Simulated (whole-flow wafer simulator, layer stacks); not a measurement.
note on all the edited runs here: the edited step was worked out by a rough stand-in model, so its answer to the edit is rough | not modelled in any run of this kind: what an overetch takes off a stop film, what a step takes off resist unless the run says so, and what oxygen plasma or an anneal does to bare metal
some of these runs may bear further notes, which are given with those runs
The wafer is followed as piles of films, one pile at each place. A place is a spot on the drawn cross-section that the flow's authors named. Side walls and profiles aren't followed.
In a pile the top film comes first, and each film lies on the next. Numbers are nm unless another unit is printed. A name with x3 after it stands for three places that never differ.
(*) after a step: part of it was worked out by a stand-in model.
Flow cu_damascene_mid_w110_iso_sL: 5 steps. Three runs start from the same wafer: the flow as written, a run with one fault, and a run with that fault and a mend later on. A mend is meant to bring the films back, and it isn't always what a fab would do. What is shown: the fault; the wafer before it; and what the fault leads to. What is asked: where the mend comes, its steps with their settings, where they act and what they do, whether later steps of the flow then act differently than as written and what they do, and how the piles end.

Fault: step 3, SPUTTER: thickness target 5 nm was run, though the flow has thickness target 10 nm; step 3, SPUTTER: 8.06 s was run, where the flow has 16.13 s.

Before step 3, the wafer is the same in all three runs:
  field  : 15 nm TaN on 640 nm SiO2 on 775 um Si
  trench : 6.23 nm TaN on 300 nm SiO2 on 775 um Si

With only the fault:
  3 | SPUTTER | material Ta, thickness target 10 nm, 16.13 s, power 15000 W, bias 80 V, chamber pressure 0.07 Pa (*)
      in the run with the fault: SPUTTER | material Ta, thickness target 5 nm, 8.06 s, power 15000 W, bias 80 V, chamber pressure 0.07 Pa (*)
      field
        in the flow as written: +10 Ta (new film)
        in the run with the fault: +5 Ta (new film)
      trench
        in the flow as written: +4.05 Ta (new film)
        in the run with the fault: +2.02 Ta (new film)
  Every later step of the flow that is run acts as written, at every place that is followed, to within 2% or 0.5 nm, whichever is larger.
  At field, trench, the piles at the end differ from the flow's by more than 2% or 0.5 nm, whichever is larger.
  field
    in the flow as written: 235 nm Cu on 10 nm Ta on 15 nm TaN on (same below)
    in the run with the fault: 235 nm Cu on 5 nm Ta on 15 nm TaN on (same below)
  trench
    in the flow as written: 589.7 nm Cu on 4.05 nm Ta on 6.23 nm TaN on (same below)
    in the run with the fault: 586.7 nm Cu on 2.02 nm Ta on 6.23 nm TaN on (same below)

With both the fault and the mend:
  The mend stands after step 3.
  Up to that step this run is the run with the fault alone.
  3a | SPUTTER | material Ta, thickness target 5 nm, 8.065 s, power 15000 W, bias 80 V, chamber pressure 0.07 Pa (*) (the flow's step 3, run once more with other settings)
      field
        +5 Ta
      trench
        +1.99 Ta
  Every later step of the flow that is run acts as written at every place that is followed.
  At the end the piles are close to the flow's at the places that both follow, differing by at most 2% or 0.5 nm, whichever is larger.
